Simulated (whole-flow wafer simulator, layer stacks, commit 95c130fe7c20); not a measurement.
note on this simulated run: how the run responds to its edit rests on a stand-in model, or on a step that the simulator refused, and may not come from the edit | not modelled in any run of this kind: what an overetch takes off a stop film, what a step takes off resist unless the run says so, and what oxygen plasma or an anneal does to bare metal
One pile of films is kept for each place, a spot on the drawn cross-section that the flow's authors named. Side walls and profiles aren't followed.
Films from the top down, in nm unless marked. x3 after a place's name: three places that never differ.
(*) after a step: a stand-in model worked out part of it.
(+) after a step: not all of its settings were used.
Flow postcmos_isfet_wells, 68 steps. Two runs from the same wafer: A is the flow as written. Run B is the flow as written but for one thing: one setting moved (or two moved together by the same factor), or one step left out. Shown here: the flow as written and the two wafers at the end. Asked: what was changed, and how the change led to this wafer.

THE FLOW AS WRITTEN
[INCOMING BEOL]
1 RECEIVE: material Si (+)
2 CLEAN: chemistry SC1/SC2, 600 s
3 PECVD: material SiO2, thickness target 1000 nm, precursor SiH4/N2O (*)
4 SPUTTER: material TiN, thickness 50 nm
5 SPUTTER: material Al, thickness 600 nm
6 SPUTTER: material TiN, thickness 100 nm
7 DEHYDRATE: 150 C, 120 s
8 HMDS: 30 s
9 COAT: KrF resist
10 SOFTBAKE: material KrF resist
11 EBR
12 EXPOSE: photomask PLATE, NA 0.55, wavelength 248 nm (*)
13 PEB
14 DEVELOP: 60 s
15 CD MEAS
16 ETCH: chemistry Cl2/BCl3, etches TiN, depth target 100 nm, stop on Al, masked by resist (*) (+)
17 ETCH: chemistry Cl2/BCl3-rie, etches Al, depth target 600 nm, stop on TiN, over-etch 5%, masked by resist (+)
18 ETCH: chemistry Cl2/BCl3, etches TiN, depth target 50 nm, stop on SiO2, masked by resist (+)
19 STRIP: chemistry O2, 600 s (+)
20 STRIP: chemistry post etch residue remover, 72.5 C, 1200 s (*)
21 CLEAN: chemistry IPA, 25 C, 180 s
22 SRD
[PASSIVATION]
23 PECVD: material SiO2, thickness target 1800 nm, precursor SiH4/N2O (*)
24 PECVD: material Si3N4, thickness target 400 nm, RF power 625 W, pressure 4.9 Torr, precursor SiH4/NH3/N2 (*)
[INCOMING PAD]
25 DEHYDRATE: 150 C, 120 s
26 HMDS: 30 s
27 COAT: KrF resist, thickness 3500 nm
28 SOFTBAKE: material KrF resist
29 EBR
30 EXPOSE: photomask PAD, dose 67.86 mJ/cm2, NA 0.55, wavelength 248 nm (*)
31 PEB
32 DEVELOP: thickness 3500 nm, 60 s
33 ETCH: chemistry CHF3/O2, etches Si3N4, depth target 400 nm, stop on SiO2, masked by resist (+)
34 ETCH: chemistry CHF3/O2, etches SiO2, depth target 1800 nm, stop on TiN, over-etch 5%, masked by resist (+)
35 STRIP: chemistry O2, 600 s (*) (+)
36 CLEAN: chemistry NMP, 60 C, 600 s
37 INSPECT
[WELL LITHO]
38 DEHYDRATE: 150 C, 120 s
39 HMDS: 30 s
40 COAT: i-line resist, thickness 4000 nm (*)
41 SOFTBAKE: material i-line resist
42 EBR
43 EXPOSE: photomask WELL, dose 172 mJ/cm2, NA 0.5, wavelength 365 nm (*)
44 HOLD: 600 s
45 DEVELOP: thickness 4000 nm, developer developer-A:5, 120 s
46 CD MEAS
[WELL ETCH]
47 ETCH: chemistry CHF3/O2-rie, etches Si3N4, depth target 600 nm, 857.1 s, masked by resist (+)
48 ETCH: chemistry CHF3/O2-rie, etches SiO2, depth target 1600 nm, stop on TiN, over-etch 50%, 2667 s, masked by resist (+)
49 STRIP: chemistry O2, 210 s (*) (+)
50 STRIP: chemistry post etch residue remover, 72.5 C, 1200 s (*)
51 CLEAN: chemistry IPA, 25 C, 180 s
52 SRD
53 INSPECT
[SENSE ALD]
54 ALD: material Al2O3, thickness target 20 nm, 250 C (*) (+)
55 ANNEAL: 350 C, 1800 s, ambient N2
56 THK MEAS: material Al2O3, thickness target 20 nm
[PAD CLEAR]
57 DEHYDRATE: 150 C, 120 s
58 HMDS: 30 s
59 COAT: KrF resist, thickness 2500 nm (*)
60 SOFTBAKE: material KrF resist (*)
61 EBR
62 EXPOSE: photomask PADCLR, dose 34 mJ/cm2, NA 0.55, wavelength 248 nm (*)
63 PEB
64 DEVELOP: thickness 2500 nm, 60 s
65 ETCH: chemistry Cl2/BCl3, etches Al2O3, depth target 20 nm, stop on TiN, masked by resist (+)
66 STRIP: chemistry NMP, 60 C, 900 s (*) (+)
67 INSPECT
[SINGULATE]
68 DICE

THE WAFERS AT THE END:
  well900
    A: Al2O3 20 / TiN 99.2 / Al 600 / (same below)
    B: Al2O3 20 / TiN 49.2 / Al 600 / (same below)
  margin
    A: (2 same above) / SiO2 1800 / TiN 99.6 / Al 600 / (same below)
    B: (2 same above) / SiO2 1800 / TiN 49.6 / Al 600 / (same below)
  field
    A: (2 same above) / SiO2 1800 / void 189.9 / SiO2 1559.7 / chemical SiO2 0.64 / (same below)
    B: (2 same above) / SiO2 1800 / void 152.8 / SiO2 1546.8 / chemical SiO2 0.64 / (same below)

The cause: step 6, SPUTTER: thickness 50 nm was run, where the flow has thickness 100 nm; step 21, CLEAN: 90 s was run, where the flow has 180 s.

How the change led to this, step by step:
  6 SPUTTER: material TiN, thickness 100 nm
      field, margin, well900 and 6 more: A TiN +100 (new film) | B TiN +50 (new film)
  16 ETCH: chemistry Cl2/BCl3, etches TiN, depth target 100 nm, stop on Al, masked by resist (*) (+)
      margin, well900, well1300, well2000, well3000, pad_rim, pad_clr, pad_open: A KrF resist -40 | B KrF resist -30
      field: A TiN -100 (all of it) | B TiN -50 (all of it)
  23 PECVD: material SiO2, thickness target 1800 nm, precursor SiH4/N2O (*)
      field: A SiO2 +1800 (new film), void +189.9 (new film), SiO2 +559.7 | B SiO2 +1800 (new film), void +152.8 (new film), SiO2 +546.8
